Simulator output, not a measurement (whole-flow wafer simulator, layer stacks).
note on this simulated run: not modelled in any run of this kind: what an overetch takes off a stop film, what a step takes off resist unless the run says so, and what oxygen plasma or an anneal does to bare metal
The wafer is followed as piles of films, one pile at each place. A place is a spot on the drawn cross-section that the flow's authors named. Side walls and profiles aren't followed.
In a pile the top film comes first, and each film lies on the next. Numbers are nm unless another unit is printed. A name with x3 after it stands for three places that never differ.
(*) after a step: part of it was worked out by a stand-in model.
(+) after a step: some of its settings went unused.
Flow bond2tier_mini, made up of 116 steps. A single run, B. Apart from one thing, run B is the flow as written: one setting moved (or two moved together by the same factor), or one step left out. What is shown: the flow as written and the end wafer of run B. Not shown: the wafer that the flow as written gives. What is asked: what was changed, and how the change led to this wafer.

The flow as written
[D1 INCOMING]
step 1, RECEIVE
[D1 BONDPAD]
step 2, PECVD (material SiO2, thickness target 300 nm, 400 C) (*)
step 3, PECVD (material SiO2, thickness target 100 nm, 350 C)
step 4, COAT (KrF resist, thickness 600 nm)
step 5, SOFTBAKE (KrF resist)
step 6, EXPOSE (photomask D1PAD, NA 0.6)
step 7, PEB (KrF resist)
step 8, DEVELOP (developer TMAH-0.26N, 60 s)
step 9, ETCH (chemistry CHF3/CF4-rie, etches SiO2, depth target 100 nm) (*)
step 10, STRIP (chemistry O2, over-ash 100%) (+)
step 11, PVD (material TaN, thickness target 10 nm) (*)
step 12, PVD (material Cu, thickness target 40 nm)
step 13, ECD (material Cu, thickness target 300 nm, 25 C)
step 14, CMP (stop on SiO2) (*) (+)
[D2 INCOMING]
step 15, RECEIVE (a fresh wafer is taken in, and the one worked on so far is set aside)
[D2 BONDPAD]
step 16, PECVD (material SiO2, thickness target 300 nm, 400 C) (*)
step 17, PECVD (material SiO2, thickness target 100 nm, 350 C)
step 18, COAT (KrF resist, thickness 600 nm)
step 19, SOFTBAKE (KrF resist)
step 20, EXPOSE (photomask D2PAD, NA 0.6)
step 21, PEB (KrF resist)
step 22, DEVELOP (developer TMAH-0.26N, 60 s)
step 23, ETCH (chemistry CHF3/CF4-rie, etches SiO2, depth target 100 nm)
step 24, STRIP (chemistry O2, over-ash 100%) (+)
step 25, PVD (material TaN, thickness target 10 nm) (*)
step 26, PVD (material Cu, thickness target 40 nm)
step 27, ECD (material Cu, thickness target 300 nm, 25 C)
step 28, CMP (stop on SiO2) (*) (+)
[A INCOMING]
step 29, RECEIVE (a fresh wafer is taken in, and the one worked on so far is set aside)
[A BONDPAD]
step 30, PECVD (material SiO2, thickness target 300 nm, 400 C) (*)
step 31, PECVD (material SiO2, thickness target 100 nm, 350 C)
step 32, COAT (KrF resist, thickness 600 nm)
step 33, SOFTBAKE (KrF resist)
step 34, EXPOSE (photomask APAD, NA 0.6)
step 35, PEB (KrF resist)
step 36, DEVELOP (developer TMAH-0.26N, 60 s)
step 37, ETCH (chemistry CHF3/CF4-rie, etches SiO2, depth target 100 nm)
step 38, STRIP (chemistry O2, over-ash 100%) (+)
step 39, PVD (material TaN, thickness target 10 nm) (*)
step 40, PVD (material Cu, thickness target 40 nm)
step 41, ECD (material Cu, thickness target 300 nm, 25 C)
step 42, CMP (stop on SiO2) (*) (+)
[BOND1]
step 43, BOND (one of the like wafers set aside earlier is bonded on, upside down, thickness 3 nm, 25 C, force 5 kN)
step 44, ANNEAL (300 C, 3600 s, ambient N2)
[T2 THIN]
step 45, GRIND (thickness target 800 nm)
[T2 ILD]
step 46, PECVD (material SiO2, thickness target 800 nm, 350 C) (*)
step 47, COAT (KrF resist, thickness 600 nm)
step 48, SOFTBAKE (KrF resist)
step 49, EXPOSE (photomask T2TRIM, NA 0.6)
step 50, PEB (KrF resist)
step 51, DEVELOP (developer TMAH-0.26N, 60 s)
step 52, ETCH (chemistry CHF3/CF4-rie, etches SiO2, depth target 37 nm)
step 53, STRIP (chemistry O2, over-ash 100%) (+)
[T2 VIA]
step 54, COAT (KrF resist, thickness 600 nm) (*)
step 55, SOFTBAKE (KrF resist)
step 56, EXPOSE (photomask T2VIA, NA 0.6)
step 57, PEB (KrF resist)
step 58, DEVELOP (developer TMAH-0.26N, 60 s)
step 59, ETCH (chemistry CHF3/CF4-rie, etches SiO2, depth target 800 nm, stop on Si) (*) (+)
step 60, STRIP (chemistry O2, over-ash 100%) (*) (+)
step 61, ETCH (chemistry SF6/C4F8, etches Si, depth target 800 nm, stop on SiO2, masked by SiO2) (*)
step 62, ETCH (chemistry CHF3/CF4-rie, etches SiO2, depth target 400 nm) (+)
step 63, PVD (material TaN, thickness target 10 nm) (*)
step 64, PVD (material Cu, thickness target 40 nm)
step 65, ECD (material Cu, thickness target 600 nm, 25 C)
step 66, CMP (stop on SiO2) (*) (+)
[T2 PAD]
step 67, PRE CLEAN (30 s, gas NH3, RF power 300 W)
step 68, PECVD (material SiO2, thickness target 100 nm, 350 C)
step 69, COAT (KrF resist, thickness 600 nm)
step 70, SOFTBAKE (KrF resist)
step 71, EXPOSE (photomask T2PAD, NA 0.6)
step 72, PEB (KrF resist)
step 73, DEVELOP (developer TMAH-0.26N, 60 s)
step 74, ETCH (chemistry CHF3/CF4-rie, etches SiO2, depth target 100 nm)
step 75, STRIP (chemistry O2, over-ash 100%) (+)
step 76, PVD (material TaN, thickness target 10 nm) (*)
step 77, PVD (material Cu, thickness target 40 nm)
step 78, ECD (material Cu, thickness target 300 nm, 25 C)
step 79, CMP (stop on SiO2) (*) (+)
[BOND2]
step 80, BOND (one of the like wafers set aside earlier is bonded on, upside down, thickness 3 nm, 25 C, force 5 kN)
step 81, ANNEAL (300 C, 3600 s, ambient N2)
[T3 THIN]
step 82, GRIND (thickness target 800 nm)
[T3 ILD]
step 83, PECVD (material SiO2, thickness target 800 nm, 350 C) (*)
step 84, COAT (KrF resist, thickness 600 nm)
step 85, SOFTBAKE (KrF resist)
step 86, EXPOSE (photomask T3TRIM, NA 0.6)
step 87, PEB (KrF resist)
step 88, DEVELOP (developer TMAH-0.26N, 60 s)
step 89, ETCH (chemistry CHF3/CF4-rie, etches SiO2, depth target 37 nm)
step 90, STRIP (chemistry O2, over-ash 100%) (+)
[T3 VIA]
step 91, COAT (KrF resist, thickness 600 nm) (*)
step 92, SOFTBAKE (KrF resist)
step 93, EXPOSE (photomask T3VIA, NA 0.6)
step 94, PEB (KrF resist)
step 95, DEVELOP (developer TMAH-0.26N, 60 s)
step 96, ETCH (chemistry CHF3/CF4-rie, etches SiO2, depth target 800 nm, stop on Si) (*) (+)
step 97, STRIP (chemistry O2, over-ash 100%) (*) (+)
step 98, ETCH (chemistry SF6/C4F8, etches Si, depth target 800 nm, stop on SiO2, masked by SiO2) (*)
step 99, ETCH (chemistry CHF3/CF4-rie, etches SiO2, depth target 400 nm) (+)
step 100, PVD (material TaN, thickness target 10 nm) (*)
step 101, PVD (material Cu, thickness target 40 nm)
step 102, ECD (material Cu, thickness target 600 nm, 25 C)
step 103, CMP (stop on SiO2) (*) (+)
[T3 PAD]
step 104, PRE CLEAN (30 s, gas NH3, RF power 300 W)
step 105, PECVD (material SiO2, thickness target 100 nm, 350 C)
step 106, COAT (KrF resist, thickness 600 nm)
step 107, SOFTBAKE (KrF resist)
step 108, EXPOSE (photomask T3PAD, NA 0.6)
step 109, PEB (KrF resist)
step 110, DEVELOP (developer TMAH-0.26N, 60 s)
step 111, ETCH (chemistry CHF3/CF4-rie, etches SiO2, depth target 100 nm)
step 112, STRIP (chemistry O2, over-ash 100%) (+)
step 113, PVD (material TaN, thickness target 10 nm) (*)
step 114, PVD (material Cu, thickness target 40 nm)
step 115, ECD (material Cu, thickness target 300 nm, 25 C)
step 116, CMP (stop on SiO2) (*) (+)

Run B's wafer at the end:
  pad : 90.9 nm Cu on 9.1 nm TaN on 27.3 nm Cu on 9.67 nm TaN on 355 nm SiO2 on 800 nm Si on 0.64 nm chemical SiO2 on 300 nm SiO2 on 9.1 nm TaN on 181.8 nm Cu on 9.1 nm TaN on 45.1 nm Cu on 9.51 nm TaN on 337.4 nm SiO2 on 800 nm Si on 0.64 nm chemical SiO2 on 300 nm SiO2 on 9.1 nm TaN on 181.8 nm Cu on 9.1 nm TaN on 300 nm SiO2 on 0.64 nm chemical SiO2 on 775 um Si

The reason: step 52, ETCH: depth target 54.6 nm was run, whereas the flow has depth target 37 nm.

The path from the change to this, step by step:
  step 52, ETCH (chemistry CHF3/CF4-rie, etches SiO2, depth target 37 nm)
      pad, via: SiO2 loses 54.6 (in the flow as written it would be: SiO2 loses 37)
      field: KrF resist loses 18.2 (in the flow as written it would be: KrF resist loses 12.3)
  step 59, ETCH (chemistry CHF3/CF4-rie, etches SiO2, depth target 800 nm, stop on Si) (*) (+)
      via: SiO2 loses 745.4 (all of it) (in the flow as written it would be: SiO2 loses 763 (all of it))
  step 60, STRIP (chemistry O2, over-ash 100%) (*) (+)
      field: KrF resist loses 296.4 (all of it) (in the flow as written it would be: KrF resist loses 303.9 (all of it))
      pad: KrF resist loses 343.7 (all of it) (in the flow as written it would be: KrF resist loses 336 (all of it))
  step 65, ECD (material Cu, thickness target 600 nm, 25 C)
      pad: Cu gains 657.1 (in the flow as written it would be: Cu gains 638.7)
